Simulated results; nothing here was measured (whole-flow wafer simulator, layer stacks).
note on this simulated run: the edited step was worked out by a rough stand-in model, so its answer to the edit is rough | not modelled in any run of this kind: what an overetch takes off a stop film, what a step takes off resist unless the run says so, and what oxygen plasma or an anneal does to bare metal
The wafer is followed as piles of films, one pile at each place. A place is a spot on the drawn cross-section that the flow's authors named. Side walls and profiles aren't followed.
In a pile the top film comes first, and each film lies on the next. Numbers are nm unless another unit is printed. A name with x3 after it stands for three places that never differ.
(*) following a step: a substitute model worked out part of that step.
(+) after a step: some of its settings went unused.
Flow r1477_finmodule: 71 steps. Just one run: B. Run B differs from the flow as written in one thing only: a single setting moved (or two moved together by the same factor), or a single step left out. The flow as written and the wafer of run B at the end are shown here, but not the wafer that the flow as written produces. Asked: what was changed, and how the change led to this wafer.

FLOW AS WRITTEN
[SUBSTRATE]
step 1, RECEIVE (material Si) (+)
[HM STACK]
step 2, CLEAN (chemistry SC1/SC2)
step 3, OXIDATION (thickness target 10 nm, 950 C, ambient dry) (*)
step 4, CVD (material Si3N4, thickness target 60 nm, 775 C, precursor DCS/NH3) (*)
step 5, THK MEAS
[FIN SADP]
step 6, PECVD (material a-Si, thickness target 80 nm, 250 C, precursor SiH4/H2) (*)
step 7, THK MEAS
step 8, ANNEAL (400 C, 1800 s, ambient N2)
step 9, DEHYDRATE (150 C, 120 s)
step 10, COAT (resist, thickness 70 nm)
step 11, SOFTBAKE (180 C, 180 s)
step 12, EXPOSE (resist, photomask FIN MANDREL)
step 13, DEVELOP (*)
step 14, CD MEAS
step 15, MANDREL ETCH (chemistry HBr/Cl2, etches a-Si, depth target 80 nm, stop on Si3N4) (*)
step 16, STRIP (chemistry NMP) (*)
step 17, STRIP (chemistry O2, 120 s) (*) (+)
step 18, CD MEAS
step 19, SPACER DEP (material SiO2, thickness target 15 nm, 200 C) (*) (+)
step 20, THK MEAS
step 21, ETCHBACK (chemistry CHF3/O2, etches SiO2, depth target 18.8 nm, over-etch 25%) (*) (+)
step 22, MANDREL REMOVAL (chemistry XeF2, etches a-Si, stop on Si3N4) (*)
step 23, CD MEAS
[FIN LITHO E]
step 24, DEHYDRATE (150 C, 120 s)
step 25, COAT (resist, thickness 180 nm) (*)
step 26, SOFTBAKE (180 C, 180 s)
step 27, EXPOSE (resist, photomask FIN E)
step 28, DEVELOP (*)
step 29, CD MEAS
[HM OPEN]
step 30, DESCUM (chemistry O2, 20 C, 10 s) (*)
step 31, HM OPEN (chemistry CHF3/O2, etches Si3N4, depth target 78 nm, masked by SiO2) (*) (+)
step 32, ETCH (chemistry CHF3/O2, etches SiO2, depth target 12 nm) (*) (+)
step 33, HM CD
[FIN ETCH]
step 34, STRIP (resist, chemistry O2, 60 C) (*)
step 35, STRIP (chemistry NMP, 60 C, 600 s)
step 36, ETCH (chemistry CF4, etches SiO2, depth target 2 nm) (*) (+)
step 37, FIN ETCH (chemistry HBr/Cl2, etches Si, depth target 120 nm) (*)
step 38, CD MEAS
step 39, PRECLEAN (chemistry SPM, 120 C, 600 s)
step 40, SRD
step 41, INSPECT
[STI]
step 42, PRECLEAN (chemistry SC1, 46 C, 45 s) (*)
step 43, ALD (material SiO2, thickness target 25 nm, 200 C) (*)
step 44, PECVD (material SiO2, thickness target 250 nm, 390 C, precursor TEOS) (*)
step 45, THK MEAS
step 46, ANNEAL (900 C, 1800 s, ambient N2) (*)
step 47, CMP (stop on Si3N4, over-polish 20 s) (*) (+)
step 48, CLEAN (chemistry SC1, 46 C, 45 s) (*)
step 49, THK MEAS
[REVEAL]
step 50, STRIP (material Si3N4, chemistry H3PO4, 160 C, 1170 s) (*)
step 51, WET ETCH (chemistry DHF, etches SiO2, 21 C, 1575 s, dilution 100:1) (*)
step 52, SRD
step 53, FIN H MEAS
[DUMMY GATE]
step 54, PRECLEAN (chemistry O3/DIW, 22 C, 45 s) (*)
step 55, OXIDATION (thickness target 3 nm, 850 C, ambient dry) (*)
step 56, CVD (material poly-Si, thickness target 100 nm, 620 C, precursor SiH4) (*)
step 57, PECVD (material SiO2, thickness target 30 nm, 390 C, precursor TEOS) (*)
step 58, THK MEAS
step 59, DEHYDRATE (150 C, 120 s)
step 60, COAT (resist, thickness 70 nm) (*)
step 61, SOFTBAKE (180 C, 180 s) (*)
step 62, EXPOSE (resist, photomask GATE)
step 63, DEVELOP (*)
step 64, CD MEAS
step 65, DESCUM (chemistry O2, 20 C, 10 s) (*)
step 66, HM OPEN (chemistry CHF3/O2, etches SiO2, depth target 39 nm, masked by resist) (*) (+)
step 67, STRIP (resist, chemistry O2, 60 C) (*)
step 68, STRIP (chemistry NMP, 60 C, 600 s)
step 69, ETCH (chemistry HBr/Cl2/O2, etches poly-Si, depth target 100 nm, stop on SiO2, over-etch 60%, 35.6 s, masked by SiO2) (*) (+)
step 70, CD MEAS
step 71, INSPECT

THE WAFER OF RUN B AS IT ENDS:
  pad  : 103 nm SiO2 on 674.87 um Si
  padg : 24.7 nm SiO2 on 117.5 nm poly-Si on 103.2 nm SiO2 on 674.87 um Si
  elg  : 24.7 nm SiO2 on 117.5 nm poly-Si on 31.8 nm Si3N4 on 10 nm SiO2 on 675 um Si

Cause: step 56, CVD: thickness target 117.5 nm was run, though the flow has thickness target 100 nm.
The wafer lets one read it off: padg has poly-Si 117.5, and step 56 as written asks for 100 nm.

How this came from the change, step by step:
  step 56, CVD (material poly-Si, thickness target 100 nm, 620 C, precursor SiH4) (*)
      pad, padg, elg and 26 more: +117.5 poly-Si (new film) (in the flow as written it would be: +100 poly-Si (new film))
      s40cg, s40co: +131.7 poly-Si (new film) (in the flow as written it would be: +113.9 poly-Si (new film))
      (also at 5 further places)
  step 69, ETCH (chemistry HBr/Cl2/O2, etches poly-Si, depth target 100 nm, stop on SiO2, over-etch 60%, 35.6 s, masked by SiO2) (*) (+)
      elo, e40lo, e100lo, e200lo: -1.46 chemical SiO2 (all of it), -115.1 poly-Si (all of it) (in the flow as written it would be: -1.46 chemical SiO2 (all of it), -97.6 poly-Si (all of it), -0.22 Si3N4)
      pad, eso, e40so and 8 more: -1.46 chemical SiO2 (all of it), -115.1 poly-Si (all of it), -0.22 SiO2 (in the flow as written it would be: -1.46 chemical SiO2 (all of it), -97.6 poly-Si (all of it), -0.42 SiO2)
      (also at 3 further places)
